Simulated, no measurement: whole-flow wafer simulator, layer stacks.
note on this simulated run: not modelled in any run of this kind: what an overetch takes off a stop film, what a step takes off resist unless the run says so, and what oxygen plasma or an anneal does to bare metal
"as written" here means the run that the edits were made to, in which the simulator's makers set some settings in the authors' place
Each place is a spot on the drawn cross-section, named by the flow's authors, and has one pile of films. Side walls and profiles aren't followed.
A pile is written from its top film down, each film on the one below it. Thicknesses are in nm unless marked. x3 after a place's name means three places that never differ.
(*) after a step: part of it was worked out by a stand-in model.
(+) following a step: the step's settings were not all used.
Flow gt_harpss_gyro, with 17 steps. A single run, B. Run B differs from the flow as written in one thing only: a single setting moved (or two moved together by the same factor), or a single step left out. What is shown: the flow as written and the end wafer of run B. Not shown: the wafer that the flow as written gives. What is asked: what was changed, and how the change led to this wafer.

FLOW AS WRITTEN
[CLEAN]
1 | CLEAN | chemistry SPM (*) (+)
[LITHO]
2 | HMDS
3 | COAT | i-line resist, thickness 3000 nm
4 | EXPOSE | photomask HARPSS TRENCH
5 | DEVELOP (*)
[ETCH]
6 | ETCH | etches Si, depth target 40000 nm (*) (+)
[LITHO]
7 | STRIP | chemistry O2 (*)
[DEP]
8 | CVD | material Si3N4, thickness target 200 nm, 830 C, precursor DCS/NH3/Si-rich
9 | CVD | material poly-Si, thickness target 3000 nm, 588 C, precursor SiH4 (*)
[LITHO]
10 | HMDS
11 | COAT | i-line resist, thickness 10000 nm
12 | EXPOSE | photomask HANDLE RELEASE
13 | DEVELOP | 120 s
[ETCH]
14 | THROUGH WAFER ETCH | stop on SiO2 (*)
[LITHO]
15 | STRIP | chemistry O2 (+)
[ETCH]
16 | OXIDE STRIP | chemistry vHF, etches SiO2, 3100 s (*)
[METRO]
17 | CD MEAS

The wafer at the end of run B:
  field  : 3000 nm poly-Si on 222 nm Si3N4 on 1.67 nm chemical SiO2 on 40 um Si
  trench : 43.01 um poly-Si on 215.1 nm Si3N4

What caused this: step 8, CVD: 850 C was run, whereas the flow has 830 C.

Step by step, how the change led to this:
  8 | CVD | material Si3N4, thickness target 200 nm, 830 C, precursor DCS/NH3/Si-rich
      field: Si3N4 gains 222 (new film) (in the flow as written it would be: Si3N4 gains 200 (new film))
      trench: Si3N4 gains 215.1 (new film) (in the flow as written it would be: Si3N4 gains 195.9 (new film))
